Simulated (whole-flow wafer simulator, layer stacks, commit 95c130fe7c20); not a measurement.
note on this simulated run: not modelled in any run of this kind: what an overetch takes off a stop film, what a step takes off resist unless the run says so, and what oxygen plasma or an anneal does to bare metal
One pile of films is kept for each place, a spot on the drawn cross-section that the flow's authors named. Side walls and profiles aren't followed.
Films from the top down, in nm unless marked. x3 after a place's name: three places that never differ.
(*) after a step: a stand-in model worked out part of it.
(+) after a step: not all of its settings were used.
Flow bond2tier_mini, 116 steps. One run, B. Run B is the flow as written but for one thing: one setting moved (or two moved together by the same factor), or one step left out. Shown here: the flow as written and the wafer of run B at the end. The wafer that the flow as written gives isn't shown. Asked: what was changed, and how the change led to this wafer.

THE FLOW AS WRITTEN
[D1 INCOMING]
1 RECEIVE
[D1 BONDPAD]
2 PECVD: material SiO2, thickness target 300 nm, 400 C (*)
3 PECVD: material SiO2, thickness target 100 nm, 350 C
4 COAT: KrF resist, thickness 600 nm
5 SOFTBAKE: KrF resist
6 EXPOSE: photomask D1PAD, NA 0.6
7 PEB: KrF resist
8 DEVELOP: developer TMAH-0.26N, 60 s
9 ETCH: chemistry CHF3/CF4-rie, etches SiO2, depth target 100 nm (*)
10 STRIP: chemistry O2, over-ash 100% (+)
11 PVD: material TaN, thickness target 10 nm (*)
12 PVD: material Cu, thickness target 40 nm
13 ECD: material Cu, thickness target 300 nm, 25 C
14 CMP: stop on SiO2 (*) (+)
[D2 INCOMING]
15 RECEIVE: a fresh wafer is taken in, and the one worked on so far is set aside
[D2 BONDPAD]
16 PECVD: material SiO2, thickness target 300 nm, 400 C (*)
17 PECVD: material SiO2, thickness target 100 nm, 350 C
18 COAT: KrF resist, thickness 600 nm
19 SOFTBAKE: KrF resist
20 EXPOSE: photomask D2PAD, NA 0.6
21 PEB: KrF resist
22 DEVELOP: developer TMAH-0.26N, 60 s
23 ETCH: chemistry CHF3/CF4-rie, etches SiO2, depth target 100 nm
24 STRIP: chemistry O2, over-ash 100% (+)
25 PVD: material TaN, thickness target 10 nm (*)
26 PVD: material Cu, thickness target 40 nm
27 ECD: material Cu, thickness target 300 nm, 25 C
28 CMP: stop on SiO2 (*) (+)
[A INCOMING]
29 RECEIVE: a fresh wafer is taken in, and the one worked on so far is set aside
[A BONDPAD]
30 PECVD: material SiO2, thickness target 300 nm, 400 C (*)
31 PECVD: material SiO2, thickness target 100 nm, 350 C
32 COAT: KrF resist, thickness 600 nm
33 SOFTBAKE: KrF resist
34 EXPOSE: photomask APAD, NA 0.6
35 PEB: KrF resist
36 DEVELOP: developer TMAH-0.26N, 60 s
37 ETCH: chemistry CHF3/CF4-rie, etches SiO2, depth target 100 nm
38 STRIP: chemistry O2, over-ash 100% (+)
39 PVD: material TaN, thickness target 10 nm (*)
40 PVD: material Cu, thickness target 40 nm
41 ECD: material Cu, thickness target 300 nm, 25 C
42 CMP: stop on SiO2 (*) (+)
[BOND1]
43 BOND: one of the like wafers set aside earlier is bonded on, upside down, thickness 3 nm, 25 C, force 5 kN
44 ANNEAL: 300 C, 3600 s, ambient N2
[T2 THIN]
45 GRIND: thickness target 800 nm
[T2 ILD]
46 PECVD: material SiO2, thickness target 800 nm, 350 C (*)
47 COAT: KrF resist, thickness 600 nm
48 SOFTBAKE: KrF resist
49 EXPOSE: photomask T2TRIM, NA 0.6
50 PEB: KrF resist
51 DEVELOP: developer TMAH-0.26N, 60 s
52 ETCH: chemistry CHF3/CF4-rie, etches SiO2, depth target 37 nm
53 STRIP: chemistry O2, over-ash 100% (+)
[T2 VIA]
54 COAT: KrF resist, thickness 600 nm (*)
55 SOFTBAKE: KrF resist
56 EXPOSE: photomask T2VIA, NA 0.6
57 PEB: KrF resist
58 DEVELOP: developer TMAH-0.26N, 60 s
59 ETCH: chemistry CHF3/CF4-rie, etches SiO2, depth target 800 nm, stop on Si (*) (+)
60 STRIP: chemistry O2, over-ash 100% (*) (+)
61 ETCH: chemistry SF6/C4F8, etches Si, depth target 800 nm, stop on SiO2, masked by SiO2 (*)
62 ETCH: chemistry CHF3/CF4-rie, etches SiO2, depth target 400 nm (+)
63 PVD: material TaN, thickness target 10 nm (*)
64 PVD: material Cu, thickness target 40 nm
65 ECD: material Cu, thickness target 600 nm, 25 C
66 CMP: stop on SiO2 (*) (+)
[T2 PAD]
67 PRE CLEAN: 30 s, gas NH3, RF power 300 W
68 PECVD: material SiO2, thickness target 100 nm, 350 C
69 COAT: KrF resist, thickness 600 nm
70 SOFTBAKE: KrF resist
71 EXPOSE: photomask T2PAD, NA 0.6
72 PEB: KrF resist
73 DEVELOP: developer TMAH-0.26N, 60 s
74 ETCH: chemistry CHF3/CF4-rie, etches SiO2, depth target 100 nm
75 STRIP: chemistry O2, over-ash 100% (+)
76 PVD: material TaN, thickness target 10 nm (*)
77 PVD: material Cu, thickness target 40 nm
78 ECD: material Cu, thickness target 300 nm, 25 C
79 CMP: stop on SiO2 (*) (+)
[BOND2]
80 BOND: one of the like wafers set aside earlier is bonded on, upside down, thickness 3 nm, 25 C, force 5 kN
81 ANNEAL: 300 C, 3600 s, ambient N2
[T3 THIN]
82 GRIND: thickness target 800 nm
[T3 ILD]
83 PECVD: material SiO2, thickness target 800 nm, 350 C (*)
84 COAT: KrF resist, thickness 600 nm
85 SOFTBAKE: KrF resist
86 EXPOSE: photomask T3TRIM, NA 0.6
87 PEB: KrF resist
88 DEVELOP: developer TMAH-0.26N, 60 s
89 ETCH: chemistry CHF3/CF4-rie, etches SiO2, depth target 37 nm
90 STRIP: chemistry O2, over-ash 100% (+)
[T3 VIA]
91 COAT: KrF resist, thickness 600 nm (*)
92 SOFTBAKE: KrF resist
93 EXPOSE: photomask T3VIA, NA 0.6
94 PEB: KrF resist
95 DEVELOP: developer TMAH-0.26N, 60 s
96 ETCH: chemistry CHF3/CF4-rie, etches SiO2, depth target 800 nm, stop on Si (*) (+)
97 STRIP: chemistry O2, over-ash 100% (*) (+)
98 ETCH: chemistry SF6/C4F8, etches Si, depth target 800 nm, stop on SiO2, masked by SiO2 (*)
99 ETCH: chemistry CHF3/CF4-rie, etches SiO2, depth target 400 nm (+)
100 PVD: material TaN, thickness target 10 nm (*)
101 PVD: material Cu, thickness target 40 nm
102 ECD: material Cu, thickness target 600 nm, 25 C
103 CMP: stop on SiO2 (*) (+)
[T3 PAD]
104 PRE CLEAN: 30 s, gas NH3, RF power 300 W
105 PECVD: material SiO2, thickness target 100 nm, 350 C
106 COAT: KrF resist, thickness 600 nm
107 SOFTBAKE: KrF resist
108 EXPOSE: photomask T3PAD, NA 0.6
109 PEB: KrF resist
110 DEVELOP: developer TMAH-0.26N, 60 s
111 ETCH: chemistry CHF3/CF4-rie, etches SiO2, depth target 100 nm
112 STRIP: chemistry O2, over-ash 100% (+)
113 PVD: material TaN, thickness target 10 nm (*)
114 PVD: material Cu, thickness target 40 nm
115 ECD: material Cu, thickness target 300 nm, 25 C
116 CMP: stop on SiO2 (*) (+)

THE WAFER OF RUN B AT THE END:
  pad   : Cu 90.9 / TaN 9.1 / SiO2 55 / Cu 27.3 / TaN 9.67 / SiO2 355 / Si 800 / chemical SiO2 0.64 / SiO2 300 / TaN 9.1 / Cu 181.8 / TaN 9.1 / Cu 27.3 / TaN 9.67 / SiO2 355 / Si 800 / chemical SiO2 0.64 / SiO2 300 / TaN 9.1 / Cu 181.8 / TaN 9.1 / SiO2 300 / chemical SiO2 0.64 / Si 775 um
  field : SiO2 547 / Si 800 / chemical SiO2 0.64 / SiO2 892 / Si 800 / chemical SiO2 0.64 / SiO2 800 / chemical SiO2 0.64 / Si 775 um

The cause: step 105, PECVD: thickness target 155 nm was run, where the flow has thickness target 100 nm.

How the change led to this, step by step:
  105 PECVD: material SiO2, thickness target 100 nm, 350 C
      field: SiO2 +155 (as written it would be: SiO2 +100)
      pad: SiO2 +155 (new film) (as written it would be: SiO2 +100 (new film))
  111 ETCH: chemistry CHF3/CF4-rie, etches SiO2, depth target 100 nm
      pad: SiO2 -100 (as written it would be: SiO2 -100 (all of it))
Counting metal films that touch as one body, pad has 4 bodies (between them, from the top down: SiO2 55; SiO2 355 / Si 800 / chemical SiO2 0.64 / SiO2 300; SiO2 355 / Si 800 / chemical SiO2 0.64 / SiO2 300); the flow as written gives 3 bodies (between them, from the top down: SiO2 355 / Si 800 / chemical SiO2 0.64 / SiO2 300; SiO2 355 / Si 800 / chemical SiO2 0.64 / SiO2 300).
